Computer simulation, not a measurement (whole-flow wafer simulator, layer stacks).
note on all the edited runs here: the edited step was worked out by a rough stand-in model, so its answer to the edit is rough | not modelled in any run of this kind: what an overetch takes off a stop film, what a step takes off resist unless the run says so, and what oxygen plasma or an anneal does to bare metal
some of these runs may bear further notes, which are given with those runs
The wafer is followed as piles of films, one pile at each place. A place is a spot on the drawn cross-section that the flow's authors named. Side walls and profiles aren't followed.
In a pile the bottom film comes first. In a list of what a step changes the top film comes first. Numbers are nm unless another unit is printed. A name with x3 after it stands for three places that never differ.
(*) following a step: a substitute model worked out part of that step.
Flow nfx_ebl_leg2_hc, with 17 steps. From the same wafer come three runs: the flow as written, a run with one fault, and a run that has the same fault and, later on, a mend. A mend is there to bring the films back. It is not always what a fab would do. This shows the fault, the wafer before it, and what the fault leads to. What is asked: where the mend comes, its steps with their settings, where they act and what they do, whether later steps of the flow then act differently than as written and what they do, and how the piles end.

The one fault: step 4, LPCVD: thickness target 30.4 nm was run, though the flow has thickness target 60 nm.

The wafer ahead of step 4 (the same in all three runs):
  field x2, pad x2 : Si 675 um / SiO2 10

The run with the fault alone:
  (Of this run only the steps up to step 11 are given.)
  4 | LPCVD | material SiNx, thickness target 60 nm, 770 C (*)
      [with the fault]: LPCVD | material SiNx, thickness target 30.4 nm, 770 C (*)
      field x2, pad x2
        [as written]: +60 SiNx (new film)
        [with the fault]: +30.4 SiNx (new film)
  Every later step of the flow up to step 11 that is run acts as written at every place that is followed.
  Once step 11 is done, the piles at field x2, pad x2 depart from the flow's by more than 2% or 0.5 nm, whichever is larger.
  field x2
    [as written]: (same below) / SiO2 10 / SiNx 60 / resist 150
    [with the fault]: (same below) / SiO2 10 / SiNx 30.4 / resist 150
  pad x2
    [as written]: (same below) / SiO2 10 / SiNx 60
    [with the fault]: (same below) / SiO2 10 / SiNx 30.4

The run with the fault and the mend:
  The mend follows step 11.
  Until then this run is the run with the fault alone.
  11a | STRIP | resist, chemistry O2, 25 C (*)
      field x2
        -150 resist (all of it)
  11b | CLEAN | chemistry SC1/SC2 (*) (a further turn of the flow's step 2)
      leaves every film unchanged at each place that is followed
  11c | LPCVD | material SiNx, thickness target 29.6 nm, 770 C (*) (a further turn of the flow's step 4, with different settings)
      field x2, pad x2
        +29.6 SiNx
  11d | DEHYDRATE | 180 C, 120 s (a further turn of the flow's step 6)
      leaves every film unchanged at each place that is followed
  11e | COAT | resist, thickness 150 nm (a further turn of the flow's step 7)
      field x2, pad x2
        +150 resist (new film)
  11f | SOFTBAKE | resist, 150 C, 60 s (a further turn of the flow's step 8)
      leaves every film unchanged at each place that is followed
  11g | EXPOSE | PMMA, thickness 150 nm, photomask GRATING (*) (a further turn of the flow's step 9)
      leaves every film unchanged at each place that is followed
  11h | DEVELOP | resist, thickness 150 nm, developer developer-C-546, 60 s (*) (a further turn of the flow's step 10)
      pad x2
        -150 resist (all of it)
  Every later step of the flow that is run acts as written at every place that is followed.
  The piles end the same as the flow's at every place that both follow.
